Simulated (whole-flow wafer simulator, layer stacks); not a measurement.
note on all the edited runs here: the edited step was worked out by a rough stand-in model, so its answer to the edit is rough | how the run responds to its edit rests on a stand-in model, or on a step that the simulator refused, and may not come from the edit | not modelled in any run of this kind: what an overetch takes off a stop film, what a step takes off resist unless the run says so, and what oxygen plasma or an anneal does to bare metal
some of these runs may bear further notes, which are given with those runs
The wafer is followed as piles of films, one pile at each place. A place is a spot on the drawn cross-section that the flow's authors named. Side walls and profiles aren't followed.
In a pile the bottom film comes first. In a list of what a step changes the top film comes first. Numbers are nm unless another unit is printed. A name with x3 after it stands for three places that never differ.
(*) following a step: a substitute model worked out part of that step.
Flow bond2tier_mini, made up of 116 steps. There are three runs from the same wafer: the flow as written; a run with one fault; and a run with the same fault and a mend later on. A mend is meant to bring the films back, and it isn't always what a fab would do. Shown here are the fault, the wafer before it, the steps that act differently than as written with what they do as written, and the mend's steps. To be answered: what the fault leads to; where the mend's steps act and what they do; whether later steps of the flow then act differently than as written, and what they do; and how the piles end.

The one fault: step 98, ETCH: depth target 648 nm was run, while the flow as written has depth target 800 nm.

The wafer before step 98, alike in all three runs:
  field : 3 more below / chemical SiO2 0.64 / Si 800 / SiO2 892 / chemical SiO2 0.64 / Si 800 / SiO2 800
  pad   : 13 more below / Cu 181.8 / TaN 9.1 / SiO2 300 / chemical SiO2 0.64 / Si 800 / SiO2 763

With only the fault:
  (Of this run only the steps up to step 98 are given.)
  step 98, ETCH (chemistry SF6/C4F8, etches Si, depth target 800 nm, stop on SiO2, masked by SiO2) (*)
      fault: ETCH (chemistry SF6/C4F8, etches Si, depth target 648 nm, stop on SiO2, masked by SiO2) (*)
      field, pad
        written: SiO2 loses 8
        fault: SiO2 loses 6.48
  After step 98 the piles are close to the flow's at the places that both follow, differing by at most 2% or 0.5 nm, whichever is larger.

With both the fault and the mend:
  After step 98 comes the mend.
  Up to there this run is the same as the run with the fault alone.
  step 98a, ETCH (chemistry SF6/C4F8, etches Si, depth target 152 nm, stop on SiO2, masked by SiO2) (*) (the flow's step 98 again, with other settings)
      field, pad
        SiO2 loses 1.52
  None of the later steps of the flow acts differently than as written at any place that is followed.
  At every place that both follow, the piles at the end match the flow's.
